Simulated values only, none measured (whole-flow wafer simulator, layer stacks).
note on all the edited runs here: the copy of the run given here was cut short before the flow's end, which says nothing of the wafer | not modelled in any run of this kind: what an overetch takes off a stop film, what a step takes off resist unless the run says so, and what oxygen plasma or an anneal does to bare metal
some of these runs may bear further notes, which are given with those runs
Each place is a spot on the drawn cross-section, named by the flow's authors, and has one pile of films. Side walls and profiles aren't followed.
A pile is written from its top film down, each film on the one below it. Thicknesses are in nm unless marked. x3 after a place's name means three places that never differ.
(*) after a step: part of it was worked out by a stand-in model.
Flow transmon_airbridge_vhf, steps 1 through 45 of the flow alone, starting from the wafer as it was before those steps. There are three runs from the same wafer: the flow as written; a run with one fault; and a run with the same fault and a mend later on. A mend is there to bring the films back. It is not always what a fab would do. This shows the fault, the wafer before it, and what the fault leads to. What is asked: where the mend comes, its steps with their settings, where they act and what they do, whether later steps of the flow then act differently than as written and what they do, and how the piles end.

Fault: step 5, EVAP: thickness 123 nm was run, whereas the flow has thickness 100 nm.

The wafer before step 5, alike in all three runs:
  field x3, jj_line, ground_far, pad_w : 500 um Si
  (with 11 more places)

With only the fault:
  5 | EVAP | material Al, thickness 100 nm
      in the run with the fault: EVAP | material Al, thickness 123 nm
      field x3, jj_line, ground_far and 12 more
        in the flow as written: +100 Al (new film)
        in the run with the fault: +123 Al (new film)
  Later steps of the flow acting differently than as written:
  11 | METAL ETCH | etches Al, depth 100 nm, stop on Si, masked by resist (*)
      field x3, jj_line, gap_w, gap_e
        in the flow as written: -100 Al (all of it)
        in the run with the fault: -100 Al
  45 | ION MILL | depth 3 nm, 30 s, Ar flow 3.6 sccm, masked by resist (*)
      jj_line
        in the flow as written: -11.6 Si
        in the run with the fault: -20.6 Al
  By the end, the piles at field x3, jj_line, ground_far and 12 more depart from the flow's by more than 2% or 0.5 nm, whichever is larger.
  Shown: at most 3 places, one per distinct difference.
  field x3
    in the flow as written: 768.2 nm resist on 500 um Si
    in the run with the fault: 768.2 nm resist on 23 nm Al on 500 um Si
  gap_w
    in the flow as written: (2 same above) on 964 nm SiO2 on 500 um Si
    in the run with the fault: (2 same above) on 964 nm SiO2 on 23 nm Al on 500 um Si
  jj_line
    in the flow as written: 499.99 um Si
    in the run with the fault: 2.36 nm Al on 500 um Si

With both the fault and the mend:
  After step 10 comes the mend.
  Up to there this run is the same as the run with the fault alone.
  11 | METAL ETCH | etches Al, depth 123 nm, stop on Si, masked by resist (*) (the flow's step 11, as written with depth 100 nm)
      ground_far, pad_w, flank_w and 8 more
        -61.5 i-line resist
      field x3, jj_line, gap_w, gap_e
        -123 Al (all of it)
  Later steps of the flow that are run all act as written at every place that is followed, up to a difference of at most 2% or 0.5 nm, whichever is larger.
  By the end, the piles at ground_far, pad_w, flank_w and 8 more depart from the flow's by more than 2% or 0.5 nm, whichever is larger.
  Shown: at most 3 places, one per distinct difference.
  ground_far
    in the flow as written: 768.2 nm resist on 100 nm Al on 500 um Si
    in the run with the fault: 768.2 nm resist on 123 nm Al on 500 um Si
    in the run with the mend: 768.2 nm resist on 123 nm Al on 500 um Si
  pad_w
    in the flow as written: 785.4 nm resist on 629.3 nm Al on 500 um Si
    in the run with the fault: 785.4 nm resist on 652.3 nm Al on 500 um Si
    in the run with the mend: 784.2 nm resist on 652.3 nm Al on 500 um Si
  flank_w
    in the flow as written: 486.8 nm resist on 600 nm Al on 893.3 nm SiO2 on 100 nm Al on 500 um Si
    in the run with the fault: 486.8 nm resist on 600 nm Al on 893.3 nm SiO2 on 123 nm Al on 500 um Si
    in the run with the mend: 481.2 nm resist on 600 nm Al on 893.5 nm SiO2 on 123 nm Al on 500 um Si
